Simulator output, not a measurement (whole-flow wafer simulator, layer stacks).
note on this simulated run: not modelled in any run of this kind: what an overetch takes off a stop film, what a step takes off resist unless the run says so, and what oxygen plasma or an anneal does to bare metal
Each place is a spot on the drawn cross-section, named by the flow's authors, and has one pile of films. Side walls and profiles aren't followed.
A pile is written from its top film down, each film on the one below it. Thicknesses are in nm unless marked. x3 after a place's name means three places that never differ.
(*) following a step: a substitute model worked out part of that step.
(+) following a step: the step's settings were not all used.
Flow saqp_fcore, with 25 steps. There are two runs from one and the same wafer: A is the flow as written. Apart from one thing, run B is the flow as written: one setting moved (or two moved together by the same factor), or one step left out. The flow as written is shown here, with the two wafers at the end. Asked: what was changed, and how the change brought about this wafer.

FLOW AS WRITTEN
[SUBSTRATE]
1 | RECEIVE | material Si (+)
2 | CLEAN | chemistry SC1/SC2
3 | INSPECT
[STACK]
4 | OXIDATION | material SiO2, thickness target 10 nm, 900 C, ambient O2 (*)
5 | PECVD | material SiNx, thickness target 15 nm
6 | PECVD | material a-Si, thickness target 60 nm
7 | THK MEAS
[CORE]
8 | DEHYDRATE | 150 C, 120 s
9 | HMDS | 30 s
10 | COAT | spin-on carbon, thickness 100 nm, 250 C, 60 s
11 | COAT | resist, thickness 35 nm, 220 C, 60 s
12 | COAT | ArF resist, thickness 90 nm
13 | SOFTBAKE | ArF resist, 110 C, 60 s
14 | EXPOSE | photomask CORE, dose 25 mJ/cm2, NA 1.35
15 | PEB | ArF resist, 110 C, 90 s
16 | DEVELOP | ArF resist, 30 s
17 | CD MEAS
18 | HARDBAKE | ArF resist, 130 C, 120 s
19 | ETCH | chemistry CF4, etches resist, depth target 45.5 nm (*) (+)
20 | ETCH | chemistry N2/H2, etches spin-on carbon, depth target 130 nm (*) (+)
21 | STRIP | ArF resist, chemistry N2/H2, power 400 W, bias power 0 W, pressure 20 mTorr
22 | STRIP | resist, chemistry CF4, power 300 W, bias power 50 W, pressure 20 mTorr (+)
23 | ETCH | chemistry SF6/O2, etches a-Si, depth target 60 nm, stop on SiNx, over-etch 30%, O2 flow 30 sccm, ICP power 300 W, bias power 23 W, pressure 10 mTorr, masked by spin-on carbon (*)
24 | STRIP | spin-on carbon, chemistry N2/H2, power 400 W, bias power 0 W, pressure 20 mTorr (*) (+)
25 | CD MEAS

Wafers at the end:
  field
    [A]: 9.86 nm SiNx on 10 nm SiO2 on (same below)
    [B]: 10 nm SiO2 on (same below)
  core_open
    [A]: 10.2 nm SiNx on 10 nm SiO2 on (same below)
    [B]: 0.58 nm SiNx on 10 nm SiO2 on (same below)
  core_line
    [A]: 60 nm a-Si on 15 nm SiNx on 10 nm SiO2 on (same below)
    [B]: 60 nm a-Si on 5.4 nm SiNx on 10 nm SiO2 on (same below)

The reason: step 5, PECVD: thickness target 5.4 nm was run, whereas the flow has thickness target 15 nm.
One can read it off the wafer: core_line has SiNx 5.4, and step 5 as written asks for 15 nm.

The path from the change to this, step by step:
  5 | PECVD | material SiNx, thickness target 15 nm
      field, core_open, core_line: A +15 SiNx (new film) | B +5.4 SiNx (new film)
  23 | ETCH | chemistry SF6/O2, etches a-Si, depth target 60 nm, stop on SiNx, over-etch 30%, O2 flow 30 sccm, ICP power 300 W, bias power 23 W, pressure 10 mTorr, masked by spin-on carbon (*)
      field: A -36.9 a-Si (all of it), -5.14 SiNx | B -36.9 a-Si (all of it), -5.4 SiNx (all of it)
